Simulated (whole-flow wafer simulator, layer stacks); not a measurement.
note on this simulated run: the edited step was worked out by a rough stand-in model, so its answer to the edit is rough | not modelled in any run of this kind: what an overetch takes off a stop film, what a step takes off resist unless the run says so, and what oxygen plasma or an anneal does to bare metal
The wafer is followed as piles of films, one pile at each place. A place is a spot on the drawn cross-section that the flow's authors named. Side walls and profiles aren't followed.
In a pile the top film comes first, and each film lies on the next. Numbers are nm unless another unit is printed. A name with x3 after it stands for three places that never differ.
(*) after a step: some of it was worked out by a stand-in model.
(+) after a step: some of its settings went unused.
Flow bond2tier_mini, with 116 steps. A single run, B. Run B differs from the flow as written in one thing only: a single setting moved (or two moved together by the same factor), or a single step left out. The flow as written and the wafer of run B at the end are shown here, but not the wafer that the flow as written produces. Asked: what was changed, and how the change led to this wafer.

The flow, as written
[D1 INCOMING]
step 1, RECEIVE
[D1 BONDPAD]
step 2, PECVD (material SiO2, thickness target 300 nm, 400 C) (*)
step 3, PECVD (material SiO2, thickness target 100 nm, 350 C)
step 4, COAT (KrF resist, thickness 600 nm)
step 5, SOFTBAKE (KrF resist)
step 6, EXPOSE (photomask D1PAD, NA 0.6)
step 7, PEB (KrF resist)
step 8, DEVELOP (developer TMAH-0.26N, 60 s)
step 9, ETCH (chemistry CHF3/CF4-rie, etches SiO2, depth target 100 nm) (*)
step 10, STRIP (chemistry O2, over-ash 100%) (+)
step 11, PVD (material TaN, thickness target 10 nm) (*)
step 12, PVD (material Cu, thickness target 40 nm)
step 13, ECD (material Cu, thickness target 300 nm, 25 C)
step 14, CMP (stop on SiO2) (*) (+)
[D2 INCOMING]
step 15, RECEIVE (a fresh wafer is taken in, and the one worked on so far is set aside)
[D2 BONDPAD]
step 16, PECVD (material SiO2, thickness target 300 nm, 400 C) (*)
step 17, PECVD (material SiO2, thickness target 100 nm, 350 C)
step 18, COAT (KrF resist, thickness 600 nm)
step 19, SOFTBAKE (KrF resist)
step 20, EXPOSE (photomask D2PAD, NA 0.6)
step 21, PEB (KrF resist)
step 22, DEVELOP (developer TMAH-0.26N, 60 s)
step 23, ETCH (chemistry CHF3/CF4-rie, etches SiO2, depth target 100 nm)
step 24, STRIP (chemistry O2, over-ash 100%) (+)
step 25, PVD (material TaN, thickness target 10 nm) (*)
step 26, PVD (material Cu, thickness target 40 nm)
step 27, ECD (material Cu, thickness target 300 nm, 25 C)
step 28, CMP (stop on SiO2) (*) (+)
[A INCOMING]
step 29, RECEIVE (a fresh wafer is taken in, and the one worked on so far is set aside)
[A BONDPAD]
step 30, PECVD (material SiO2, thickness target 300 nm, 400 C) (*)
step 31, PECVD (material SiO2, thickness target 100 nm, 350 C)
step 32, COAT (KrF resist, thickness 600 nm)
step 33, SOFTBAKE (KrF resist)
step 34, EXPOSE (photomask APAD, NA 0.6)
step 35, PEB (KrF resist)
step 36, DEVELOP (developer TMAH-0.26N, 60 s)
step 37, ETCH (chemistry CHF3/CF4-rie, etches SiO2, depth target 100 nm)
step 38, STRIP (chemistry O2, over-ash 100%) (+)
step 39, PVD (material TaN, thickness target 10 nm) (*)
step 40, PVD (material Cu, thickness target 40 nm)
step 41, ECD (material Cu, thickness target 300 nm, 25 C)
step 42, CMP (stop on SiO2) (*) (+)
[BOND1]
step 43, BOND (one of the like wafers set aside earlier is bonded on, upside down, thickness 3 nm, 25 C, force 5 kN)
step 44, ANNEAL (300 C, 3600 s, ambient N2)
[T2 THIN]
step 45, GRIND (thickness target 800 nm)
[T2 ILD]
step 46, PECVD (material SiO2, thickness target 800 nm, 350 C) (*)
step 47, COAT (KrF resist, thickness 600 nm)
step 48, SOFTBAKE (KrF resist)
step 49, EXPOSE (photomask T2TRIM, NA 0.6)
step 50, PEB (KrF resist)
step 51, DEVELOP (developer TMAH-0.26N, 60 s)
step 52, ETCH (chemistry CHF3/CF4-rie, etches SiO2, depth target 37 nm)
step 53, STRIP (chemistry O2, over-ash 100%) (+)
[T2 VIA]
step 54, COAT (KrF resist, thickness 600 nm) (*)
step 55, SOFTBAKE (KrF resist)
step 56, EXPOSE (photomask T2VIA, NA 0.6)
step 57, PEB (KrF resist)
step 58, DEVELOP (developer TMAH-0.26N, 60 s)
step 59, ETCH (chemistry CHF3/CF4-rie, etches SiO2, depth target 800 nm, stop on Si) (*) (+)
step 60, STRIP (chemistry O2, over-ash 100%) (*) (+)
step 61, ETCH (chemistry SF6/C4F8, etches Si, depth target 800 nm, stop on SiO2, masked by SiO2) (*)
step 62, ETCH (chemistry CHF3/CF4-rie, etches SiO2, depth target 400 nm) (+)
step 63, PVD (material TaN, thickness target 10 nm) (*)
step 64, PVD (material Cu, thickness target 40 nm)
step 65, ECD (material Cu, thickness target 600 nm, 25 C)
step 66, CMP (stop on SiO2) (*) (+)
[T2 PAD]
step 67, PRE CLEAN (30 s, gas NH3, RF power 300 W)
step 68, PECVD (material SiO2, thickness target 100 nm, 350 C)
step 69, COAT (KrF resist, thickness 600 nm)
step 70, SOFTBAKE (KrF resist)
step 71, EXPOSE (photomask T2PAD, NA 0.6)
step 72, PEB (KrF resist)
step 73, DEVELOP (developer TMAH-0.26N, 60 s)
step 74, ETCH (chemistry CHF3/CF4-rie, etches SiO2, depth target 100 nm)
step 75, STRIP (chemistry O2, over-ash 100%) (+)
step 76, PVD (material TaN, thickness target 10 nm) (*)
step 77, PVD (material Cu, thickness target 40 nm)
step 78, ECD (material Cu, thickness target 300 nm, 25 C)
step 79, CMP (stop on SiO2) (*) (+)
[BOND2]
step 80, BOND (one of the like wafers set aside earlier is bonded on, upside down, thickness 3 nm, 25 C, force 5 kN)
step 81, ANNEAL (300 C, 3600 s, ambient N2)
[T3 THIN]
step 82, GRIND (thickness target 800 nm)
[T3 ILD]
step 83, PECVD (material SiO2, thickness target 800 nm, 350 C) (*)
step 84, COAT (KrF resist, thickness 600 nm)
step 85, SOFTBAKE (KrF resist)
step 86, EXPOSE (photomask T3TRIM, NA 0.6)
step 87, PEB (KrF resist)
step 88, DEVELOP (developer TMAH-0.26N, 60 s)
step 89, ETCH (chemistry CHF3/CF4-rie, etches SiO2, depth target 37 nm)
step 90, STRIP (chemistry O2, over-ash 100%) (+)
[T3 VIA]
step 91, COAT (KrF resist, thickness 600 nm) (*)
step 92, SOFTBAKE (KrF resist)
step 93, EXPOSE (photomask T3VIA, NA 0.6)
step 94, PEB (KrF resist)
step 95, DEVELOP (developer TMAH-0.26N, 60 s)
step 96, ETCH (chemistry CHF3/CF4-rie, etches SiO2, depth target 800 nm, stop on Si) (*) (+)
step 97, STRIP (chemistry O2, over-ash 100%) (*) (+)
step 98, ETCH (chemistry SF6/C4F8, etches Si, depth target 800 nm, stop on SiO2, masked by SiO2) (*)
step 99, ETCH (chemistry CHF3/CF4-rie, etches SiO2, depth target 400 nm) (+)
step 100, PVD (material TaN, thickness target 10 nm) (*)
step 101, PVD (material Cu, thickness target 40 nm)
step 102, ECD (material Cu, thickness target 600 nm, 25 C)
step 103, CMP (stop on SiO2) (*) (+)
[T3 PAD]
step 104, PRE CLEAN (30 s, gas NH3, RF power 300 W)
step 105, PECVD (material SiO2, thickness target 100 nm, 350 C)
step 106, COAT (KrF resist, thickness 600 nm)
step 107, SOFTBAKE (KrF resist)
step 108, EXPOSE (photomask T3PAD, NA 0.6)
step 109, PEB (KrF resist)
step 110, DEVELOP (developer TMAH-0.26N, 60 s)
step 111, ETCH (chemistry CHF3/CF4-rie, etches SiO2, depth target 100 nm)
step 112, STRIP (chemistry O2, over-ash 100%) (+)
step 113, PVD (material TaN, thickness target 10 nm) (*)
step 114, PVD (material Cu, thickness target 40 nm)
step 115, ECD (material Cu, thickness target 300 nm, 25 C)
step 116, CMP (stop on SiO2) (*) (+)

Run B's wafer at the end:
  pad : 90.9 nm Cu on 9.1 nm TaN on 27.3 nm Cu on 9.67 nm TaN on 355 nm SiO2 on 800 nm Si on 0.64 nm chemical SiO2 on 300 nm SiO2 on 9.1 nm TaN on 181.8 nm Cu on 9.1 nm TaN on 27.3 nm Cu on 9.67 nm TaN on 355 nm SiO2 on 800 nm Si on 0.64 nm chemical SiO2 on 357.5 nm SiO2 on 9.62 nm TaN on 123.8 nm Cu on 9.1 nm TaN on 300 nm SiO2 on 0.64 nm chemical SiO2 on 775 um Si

The reason: step 9, ETCH: depth target 42.5 nm was run, though the flow has depth target 100 nm.

The path from the change to this, step by step:
  step 9, ETCH (chemistry CHF3/CF4-rie, etches SiO2, depth target 100 nm) (*)
      pad, via: SiO2 loses 42.5 (as written it would have been: SiO2 loses 100)
      field: KrF resist loses 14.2 (as written it would have been: KrF resist loses 33.3)
  step 10, STRIP (chemistry O2, over-ash 100%) (+)
      field: KrF resist loses 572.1 (all of it) (as written it would have been: KrF resist loses 552.9 (all of it))
  step 11, PVD (material TaN, thickness target 10 nm) (*)
      pad: TaN gains 9.62 (new film) (as written it would have been: TaN gains 9.1 (new film))
  step 12, PVD (material Cu, thickness target 40 nm)
      pad: Cu gains 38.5 (new film) (as written it would have been: Cu gains 36.4 (new film))
  step 13, ECD (material Cu, thickness target 300 nm, 25 C)
      pad: Cu gains 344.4 (as written it would have been: Cu gains 404.5)
      via: Cu gains 342.5 (as written it would have been: Cu gains 400.2)
  step 43, BOND (one of the like wafers set aside earlier is bonded on, upside down, thickness 3 nm, 25 C, force 5 kN)
      pad: Si gains 775 um (new film), chemical SiO2 gains 0.64 (new film), SiO2 gains 357.5 (new film), TaN gains 9.62 (new film), Cu gains 32.9 (as written it would have been: Si gains 775 um (new film), chemical SiO2 gains 0.64 (new film), SiO2 gains 300 (new film), TaN gains 9.1 (new film), Cu gains 90.9)
      via: Si gains 775 um (new film), chemical SiO2 gains 0.64 (new film), SiO2 gains 357.5 (new film), TaN gains 10 (new film), Cu gains 32.5 (as written it would have been: Si gains 775 um (new film), chemical SiO2 gains 0.64 (new film), SiO2 gains 300 (new film), TaN gains 9.97 (new film), Cu gains 90)
